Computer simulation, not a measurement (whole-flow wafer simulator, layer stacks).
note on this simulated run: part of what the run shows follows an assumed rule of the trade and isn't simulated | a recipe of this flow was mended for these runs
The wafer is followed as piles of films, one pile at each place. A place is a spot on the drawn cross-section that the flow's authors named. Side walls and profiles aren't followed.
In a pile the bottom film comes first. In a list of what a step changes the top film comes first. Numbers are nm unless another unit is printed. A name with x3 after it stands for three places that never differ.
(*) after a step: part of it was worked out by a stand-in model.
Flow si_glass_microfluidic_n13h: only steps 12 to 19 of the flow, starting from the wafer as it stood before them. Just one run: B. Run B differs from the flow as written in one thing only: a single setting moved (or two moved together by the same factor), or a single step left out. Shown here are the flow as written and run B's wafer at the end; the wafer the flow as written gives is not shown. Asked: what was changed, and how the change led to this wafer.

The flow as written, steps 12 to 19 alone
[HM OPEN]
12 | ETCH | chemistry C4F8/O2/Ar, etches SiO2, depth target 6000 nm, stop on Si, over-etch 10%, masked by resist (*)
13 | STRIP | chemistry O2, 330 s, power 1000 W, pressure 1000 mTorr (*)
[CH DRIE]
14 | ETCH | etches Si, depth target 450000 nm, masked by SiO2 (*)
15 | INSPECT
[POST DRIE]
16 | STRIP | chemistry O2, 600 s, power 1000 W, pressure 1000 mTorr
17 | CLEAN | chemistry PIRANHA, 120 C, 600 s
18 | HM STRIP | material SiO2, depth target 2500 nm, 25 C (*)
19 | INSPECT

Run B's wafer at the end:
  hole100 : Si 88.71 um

Cause: step 12, ETCH: depth target 6900 nm was run, though the flow has depth target 6000 nm.

How this came from the change, step by step:
  12 | ETCH | chemistry C4F8/O2/Ar, etches SiO2, depth target 6000 nm, stop on Si, over-etch 10%, masked by resist (*)
      land: -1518 thick-i-line-resist (in the flow as written it would be: -1320 thick-i-line-resist)
      hole100: -6000 SiO2 (all of it), -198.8 Si (in the flow as written it would be: -6000 SiO2 (all of it), -75 Si)
  13 | STRIP | chemistry O2, 330 s, power 1000 W, pressure 1000 mTorr (*)
      land: -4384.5 thick-i-line-resist (all of it) (in the flow as written it would be: -4582.5 thick-i-line-resist (all of it))
